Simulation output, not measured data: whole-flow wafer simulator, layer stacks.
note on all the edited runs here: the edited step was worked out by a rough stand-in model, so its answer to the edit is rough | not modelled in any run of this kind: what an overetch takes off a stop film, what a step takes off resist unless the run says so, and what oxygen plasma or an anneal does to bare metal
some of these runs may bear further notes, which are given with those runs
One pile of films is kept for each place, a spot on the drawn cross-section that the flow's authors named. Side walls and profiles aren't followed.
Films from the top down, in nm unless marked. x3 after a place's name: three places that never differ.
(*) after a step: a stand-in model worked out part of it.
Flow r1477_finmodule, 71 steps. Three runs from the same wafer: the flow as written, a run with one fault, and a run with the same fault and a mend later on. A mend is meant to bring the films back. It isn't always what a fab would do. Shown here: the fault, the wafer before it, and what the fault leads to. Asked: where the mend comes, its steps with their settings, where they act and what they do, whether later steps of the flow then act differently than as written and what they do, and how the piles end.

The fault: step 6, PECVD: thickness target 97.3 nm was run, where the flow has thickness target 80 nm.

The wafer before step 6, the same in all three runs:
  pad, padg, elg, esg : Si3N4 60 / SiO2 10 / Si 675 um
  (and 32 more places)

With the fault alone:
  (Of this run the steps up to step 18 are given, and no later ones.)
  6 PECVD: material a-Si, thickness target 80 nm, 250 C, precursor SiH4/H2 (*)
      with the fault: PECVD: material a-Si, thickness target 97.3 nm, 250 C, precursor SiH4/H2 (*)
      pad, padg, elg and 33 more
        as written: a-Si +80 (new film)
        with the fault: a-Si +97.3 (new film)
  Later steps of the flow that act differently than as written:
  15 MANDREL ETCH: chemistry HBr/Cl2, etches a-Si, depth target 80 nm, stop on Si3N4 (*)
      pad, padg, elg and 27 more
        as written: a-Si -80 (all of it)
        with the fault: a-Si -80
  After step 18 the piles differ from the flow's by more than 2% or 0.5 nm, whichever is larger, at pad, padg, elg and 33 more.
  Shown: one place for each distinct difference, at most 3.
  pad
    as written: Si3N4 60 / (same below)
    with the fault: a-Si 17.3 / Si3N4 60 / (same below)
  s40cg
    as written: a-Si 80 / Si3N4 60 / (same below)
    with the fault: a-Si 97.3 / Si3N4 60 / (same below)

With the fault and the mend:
  The mend comes after step 7.
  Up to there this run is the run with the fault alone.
  7a ETCH: chemistry tmah, depth target 17.3 nm
      pad, padg, elg and 33 more
        a-Si -17.3
  No later step of the flow acts differently than as written at any place that is followed.
  At the end the piles are the same as the flow's at every place that both follow.
